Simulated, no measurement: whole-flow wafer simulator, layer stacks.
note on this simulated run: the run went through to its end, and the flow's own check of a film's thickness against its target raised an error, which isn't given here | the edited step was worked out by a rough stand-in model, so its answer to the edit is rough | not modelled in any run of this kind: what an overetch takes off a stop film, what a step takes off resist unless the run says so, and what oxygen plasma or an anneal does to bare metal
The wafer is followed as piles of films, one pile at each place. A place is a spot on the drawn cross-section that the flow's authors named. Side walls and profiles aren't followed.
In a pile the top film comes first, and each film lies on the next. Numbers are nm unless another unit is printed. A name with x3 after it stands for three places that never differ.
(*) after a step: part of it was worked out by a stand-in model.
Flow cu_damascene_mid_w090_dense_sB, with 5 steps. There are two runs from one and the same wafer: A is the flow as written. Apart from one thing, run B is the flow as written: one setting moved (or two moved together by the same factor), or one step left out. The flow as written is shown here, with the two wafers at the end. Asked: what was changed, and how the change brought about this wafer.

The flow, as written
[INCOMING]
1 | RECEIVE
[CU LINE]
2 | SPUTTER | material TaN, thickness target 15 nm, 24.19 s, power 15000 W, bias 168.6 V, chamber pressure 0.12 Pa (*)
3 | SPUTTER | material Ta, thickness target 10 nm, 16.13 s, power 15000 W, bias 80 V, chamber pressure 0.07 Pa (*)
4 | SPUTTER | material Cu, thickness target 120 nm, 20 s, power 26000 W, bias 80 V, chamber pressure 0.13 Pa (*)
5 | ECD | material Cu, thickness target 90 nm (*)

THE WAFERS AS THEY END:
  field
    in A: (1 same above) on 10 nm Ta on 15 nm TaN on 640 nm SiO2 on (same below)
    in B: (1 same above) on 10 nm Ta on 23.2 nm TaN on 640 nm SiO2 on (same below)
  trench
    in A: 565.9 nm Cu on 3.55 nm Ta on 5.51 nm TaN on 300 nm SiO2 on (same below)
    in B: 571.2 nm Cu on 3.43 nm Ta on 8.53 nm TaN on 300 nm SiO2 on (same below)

The reason: step 2, SPUTTER: thickness target 23.2 nm was run, while the flow as written has thickness target 15 nm; step 2, SPUTTER: 37.49 s was run, where the flow has 24.19 s.
The wafer itself shows it: field has TaN 23.2, and step 2 as written asks for 15 nm.

How this came from the change, step by step:
  2 | SPUTTER | material TaN, thickness target 15 nm, 24.19 s, power 15000 W, bias 168.6 V, chamber pressure 0.12 Pa (*)
      field: A +15 TaN (new film) | B +23.2 TaN (new film)
      trench: A +5.51 TaN (new film) | B +8.53 TaN (new film)
  4 | SPUTTER | material Cu, thickness target 120 nm, 20 s, power 26000 W, bias 80 V, chamber pressure 0.13 Pa (*)
      trench: A +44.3 Cu (new film) | B +43 Cu (new film)
